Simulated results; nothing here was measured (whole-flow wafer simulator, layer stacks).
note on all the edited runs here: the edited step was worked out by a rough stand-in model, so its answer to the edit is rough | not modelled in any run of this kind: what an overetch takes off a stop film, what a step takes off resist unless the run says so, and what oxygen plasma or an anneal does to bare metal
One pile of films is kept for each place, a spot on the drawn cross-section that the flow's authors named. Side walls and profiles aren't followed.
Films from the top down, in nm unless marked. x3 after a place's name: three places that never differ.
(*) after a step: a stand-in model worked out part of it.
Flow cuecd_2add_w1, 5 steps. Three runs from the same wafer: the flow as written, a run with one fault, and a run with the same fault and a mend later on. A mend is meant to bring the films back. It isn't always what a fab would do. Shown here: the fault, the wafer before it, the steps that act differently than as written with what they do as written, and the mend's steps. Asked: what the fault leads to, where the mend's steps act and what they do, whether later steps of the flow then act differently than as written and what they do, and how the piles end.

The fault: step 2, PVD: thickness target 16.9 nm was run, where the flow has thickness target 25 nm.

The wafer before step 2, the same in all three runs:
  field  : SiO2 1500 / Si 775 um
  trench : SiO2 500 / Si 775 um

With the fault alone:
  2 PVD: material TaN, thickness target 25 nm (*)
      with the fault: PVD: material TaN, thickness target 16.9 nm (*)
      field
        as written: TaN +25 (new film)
        with the fault: TaN +16.9 (new film)
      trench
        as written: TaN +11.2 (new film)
        with the fault: TaN +7.6 (new film)
  No later step of the flow acts differently than as written, at any place that is followed, by more than 2% or 0.5 nm, whichever is larger.
  At the end the piles differ from the flow's by more than 2% or 0.5 nm, whichever is larger, at field, trench.
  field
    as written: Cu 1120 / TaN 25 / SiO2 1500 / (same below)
    with the fault: Cu 1120 / TaN 16.9 / SiO2 1500 / (same below)
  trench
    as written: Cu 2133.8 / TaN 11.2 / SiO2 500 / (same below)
    with the fault: Cu 2129.3 / TaN 7.6 / SiO2 500 / (same below)

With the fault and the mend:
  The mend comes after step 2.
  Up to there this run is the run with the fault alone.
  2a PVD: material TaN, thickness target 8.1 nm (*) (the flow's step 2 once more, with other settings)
      field
        TaN +8.1
      trench
        TaN +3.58
  No later step of the flow acts differently than as written at any place that is followed.
  At the end the piles are the same as the flow's at every place that both follow.
